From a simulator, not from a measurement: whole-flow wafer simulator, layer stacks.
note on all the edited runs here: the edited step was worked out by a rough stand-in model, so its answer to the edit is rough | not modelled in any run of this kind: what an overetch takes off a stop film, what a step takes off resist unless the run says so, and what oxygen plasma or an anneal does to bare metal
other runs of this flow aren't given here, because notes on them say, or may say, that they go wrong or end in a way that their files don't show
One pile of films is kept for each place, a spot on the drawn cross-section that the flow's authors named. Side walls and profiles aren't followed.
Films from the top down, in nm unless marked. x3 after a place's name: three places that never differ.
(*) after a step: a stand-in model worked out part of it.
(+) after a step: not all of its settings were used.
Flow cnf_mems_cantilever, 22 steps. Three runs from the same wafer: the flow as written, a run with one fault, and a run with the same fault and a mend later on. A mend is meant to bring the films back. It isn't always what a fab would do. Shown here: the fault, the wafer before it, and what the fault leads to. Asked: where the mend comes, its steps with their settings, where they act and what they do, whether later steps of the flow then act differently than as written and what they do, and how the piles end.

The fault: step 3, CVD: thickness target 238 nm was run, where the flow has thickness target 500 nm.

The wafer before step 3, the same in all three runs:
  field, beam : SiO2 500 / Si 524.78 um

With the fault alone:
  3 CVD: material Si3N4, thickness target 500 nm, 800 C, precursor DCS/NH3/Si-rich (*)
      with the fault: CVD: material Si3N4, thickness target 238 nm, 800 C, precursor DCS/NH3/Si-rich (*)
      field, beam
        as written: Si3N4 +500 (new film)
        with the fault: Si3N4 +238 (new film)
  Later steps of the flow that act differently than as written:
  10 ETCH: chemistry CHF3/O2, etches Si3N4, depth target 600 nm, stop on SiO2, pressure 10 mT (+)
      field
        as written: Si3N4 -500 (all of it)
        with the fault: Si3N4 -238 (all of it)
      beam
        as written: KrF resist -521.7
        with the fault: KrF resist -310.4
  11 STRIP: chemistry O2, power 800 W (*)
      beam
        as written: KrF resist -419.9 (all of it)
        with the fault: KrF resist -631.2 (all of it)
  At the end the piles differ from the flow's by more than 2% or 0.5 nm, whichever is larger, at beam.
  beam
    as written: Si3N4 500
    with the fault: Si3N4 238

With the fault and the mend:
  The mend comes after step 3.
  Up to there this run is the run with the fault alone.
  3a CVD: material Si3N4, thickness target 262 nm, 800 C, precursor DCS/NH3/Si-rich (*) (the flow's step 3 once more, with other settings)
      field, beam
        Si3N4 +262
  No later step of the flow acts differently than as written at any place that is followed.
  At the end the piles are the same as the flow's at every place that both follow.
